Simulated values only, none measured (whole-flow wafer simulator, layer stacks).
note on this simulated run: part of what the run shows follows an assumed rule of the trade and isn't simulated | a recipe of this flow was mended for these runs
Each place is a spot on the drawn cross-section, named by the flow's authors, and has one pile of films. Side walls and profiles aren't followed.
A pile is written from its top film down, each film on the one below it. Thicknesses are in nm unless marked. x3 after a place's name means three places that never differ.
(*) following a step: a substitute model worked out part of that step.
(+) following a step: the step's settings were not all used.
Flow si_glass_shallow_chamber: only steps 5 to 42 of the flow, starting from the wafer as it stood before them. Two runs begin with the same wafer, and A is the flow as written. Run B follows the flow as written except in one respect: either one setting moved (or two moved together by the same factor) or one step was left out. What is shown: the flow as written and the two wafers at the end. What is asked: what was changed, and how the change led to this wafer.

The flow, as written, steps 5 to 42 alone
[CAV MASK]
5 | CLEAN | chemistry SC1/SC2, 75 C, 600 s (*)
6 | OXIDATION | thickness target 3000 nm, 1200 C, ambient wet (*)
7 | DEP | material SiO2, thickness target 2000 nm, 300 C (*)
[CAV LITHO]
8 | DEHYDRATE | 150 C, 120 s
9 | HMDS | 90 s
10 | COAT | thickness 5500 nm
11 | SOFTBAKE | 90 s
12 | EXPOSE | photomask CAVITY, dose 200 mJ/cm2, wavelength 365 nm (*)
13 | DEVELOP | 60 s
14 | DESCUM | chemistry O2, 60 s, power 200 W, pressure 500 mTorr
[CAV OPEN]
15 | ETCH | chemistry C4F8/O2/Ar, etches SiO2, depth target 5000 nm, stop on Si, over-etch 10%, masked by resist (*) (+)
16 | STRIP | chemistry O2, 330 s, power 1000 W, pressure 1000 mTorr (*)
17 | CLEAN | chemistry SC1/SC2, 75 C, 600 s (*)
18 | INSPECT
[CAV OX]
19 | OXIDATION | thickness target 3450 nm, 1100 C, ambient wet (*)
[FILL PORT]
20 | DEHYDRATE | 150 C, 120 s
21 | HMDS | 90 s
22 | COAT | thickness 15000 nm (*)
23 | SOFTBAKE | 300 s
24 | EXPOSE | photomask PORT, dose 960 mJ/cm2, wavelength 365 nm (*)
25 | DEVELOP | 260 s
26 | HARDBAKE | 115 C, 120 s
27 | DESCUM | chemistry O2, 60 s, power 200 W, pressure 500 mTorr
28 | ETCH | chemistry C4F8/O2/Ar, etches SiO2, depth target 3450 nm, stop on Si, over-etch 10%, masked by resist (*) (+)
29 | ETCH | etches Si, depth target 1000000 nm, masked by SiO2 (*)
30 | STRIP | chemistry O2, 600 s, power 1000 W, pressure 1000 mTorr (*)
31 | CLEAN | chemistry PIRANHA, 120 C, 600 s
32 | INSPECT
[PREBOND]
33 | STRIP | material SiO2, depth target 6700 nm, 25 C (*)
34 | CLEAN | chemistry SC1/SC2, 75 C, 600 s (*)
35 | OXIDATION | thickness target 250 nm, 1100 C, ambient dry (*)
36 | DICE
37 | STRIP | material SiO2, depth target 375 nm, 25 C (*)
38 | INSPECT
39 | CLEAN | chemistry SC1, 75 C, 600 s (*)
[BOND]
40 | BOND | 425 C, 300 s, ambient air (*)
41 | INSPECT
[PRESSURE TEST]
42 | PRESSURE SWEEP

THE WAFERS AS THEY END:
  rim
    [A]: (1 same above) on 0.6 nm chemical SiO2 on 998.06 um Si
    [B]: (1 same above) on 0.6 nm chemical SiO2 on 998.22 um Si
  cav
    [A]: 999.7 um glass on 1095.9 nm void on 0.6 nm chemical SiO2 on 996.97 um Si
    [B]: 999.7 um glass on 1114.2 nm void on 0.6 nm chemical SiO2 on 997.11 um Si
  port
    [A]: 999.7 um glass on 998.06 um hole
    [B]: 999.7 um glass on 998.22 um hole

The reason: step 6, OXIDATION: thickness target 2550 nm was run, though the flow has thickness target 3000 nm.

How this came from the change, step by step:
  6 | OXIDATION | thickness target 3000 nm, 1200 C, ambient wet (*)
      rim, ramp, cav, port, septum, ring: A SiO2 gains 3000 (new film), chemical SiO2 loses 0.6 (all of it), Si loses 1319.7 | B SiO2 gains 2550 (new film), chemical SiO2 loses 0.6 (all of it), Si loses 1121.7
  15 | ETCH | chemistry C4F8/O2/Ar, etches SiO2, depth target 5000 nm, stop on Si, over-etch 10%, masked by resist (*) (+)
      rim, ramp, septum, ring: A thick-i-line-resist loses 1100 | B thick-i-line-resist loses 1001
      cav, port: A SiO2 loses 5000 (all of it), Si loses 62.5 | B SiO2 loses 4550 (all of it), Si loses 118.8
  16 | STRIP | chemistry O2, 330 s, power 1000 W, pressure 1000 mTorr (*)
      rim, ramp, septum, ring: A thick-i-line-resist loses 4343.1 (all of it) | B thick-i-line-resist loses 4442.1 (all of it)
  19 | OXIDATION | thickness target 3450 nm, 1100 C, ambient wet (*)
      rim, ramp, septum, ring: A SiO2 gains 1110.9, Si loses 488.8 | B SiO2 gains 1197.2, Si loses 526.8
  22 | COAT | thickness 15000 nm (*)
      rim: A thick-i-line-resist gains 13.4 um (new film) | B thick-i-line-resist gains 13.54 um (new film)
      ramp: A thick-i-line-resist gains 12.89 um (new film) | B thick-i-line-resist gains 13.08 um (new film)
      (also at 4 further places)
  23 | SOFTBAKE | 300 s
      rim: A thick-i-line-resist loses 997 | B thick-i-line-resist loses 900.1
      ramp: A thick-i-line-resist loses 487.1 | B thick-i-line-resist loses 436.3
      (also at 4 further places)
  25 | DEVELOP | 260 s
      port: A thick-i-line-resist loses 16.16 um (all of it) | B thick-i-line-resist loses 16.05 um (all of it)
  26 | HARDBAKE | 115 C, 120 s
      rim, ramp: A thick-i-line-resist loses 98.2 | B thick-i-line-resist loses 101.1
  29 | ETCH | etches Si, depth target 1000000 nm, masked by SiO2 (*)
      rim, ramp: A thick-i-line-resist loses 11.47 um (all of it), SiO2 loses 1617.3 | B thick-i-line-resist loses 11.71 um (all of it), SiO2 loses 1491.3
      port: A hole gains 997.05 um (new film), Si loses 997.05 um (all of it) | B hole gains 997.19 um (new film), Si loses 997.19 um (all of it)
      (also at 2 further places)
  30 | STRIP | chemistry O2, 600 s, power 1000 W, pressure 1000 mTorr (*)
      cav: A thick-i-line-resist loses 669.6 (all of it) | B thick-i-line-resist loses 564.6 (all of it)
  33 | STRIP | material SiO2, depth target 6700 nm, 25 C (*)
      rim, ramp: A SiO2 loses 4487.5 (all of it) | B SiO2 loses 4249.8 (all of it)
      septum: A SiO2 loses 5732.1 (all of it) | B SiO2 loses 5379.4 (all of it)
      (also at 1 further place)
